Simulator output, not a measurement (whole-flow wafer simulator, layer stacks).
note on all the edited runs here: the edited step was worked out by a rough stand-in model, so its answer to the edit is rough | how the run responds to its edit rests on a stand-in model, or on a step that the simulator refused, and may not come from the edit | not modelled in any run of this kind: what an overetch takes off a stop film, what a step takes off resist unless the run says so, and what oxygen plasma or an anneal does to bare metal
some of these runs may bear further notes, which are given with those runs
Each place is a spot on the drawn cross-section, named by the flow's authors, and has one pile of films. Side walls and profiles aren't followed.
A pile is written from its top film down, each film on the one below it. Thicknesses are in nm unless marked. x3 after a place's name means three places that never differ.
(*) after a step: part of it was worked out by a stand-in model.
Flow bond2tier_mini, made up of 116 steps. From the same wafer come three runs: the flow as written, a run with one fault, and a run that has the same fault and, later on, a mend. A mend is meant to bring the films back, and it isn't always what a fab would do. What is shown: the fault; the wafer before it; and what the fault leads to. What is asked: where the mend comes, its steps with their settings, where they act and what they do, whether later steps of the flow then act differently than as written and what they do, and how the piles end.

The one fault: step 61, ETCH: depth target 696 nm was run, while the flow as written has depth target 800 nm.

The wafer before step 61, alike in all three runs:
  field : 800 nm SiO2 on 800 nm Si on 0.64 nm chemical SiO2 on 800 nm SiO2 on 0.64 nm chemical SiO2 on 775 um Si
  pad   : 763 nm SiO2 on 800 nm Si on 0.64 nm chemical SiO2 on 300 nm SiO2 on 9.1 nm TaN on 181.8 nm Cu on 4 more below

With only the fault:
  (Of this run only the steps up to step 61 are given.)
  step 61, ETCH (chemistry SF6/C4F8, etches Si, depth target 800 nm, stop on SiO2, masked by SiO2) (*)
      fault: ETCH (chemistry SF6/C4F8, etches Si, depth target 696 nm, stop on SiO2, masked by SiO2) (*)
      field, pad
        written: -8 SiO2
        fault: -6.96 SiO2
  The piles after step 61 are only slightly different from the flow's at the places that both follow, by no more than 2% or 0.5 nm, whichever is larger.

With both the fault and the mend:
  After step 61 comes the mend.
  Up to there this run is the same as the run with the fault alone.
  step 61a, ETCH (chemistry SF6/C4F8, etches Si, depth target 104 nm, stop on SiO2, masked by SiO2) (*) (the flow's step 61, run once more with other settings)
      field, pad
        -1.04 SiO2
  Later steps of the flow that are run all act as written at every place that is followed.
  The piles end the same as the flow's at every place that both follow.
